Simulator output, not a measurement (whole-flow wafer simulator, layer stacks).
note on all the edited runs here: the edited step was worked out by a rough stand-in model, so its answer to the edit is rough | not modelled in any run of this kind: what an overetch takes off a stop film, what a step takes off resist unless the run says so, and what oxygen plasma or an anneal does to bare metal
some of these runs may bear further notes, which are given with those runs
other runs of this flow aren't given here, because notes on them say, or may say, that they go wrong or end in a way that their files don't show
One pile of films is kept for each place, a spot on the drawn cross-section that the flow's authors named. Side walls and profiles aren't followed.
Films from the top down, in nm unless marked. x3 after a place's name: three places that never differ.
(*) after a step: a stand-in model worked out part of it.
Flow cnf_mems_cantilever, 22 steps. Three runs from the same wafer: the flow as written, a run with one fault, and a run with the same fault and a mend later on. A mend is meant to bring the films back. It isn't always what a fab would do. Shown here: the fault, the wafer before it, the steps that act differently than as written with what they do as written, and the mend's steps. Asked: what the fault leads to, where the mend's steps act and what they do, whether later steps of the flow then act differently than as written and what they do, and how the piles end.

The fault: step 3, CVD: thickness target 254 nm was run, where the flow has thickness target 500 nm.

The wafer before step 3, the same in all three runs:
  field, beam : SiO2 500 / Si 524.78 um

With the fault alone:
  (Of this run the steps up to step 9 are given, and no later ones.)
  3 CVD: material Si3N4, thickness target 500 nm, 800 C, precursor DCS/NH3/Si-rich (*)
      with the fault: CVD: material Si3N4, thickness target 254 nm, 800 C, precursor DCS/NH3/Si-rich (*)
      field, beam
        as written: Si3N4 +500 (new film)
        with the fault: Si3N4 +254 (new film)
  No later step of the flow up to step 9 acts differently than as written at any place that is followed.
  After step 9 the piles differ from the flow's by more than 2% or 0.5 nm, whichever is larger, at field, beam.
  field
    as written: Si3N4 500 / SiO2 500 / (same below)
    with the fault: Si3N4 254 / SiO2 500 / (same below)
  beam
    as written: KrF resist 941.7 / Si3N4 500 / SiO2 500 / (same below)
    with the fault: KrF resist 941.7 / Si3N4 254 / SiO2 500 / (same below)

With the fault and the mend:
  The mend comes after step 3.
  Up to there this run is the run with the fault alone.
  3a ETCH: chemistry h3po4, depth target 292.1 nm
      field, beam
        Si3N4 -254 (all of it)
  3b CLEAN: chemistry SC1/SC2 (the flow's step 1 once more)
      changes no film at any place that is followed
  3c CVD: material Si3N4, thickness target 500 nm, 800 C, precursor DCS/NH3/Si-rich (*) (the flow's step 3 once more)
      field, beam
        Si3N4 +500 (new film)
  No later step of the flow acts differently than as written at any place that is followed.
  At the end the piles are the same as the flow's at every place that both follow.
